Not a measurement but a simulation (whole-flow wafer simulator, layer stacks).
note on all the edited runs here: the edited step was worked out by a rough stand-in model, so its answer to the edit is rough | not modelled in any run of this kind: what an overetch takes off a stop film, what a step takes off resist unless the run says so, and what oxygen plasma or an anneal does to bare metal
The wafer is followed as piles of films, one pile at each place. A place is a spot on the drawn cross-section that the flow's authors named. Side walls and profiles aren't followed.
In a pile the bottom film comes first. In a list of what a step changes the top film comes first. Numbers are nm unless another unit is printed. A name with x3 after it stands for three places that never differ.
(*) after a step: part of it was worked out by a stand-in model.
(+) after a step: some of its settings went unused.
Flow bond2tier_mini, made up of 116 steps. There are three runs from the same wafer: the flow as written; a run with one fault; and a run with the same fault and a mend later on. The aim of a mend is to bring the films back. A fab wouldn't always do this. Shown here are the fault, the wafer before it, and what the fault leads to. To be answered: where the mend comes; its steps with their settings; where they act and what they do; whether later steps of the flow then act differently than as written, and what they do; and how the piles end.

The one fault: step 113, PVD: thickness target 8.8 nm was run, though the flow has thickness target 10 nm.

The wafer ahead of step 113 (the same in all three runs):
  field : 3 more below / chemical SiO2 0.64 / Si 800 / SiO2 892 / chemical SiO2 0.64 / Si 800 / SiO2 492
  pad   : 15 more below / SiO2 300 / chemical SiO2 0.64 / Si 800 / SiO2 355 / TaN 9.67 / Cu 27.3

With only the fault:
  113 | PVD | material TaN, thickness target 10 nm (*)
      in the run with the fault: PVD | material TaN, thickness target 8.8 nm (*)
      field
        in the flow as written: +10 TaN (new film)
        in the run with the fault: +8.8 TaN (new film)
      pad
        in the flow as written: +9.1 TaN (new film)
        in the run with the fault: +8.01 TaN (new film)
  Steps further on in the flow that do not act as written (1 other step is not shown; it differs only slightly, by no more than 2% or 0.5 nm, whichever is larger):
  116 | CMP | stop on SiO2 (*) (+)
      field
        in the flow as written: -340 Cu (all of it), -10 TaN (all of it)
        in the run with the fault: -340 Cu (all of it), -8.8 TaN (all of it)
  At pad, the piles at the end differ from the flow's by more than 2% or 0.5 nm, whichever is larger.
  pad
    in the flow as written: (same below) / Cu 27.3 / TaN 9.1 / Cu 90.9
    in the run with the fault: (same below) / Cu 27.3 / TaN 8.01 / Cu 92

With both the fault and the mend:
  The mend stands after step 113.
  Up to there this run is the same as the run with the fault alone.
  113a | PVD | material TaN, thickness target 1.2 nm (*) (a further turn of the flow's step 113, with different settings)
      field
        +1.2 TaN
      pad
        +1.09 TaN
  Every later step of the flow that is run acts as written at every place that is followed.
  At every place that both follow, the piles at the end match the flow's.
